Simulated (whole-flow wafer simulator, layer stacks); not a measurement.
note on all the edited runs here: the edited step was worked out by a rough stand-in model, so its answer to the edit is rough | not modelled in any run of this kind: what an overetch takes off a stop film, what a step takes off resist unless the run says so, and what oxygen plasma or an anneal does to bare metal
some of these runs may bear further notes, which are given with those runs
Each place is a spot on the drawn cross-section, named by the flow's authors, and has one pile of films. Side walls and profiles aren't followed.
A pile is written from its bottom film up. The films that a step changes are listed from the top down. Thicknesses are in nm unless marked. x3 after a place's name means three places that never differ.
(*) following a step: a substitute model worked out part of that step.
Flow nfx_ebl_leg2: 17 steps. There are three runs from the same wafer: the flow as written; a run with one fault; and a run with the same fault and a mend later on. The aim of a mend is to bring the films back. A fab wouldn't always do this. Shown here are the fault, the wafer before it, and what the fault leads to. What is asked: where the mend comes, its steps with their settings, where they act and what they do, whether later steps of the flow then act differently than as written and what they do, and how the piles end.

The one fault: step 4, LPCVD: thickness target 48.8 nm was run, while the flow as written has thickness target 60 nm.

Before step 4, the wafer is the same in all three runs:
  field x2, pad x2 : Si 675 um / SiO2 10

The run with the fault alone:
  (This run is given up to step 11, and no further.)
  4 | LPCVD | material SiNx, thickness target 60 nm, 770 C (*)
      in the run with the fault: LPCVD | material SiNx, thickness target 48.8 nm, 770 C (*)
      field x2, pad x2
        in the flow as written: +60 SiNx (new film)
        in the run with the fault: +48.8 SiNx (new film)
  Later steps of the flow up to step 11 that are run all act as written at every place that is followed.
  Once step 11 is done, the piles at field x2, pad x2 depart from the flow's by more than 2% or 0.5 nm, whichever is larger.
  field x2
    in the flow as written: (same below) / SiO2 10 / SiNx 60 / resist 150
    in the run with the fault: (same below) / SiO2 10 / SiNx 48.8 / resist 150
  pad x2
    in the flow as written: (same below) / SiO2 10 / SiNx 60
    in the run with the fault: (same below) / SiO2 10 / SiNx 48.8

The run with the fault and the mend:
  The mend stands after step 5.
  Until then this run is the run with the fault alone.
  5a | ETCH | chemistry h3po4, depth target 56.12 nm
      field x2, pad x2
        -48.8 SiNx (all of it)
  5b | CLEAN | chemistry SC1/SC2 (the flow's step 2, run once more)
      alters no film at any place that is followed
  5c | LPCVD | material SiNx, thickness target 60 nm, 770 C (*) (the flow's step 4, run once more)
      field x2, pad x2
        +60 SiNx (new film)
  Later steps of the flow that are run all act as written at every place that is followed.
  At every place that both follow, the piles at the end match the flow's.
